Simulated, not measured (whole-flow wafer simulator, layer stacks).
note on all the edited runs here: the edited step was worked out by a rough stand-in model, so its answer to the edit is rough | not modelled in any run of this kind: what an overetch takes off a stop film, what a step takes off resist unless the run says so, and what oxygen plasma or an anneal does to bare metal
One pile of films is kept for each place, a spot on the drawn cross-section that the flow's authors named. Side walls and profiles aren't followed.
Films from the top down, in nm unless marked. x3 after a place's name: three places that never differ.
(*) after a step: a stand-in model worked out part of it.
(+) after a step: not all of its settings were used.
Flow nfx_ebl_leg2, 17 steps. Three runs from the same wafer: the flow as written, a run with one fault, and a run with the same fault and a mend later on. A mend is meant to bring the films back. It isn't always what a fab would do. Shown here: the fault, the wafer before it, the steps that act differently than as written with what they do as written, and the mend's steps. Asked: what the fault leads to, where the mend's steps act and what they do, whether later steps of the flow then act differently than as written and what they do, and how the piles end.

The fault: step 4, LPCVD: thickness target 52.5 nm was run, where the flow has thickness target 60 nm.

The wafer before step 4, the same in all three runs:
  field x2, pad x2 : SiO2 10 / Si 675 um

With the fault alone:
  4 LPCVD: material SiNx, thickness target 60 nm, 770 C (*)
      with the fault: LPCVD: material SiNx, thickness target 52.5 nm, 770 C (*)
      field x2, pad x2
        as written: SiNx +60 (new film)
        with the fault: SiNx +52.5 (new film)
  Later steps of the flow that act differently than as written:
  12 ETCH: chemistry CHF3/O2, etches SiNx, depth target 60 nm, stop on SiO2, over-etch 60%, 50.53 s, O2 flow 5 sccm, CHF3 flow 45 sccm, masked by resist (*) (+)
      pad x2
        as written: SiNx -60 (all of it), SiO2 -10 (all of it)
        with the fault: SiNx -52.5 (all of it), SiO2 -10 (all of it)
  At the end the piles differ from the flow's by more than 2% or 0.5 nm, whichever is larger, at field x2.
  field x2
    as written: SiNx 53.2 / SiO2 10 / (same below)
    with the fault: SiNx 45.7 / SiO2 10 / (same below)

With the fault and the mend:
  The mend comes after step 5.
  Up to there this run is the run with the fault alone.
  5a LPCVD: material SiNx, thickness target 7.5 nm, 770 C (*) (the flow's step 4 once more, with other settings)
      field x2, pad x2
        SiNx +7.5
  No later step of the flow acts differently than as written at any place that is followed.
  At the end the piles are the same as the flow's at every place that both follow.
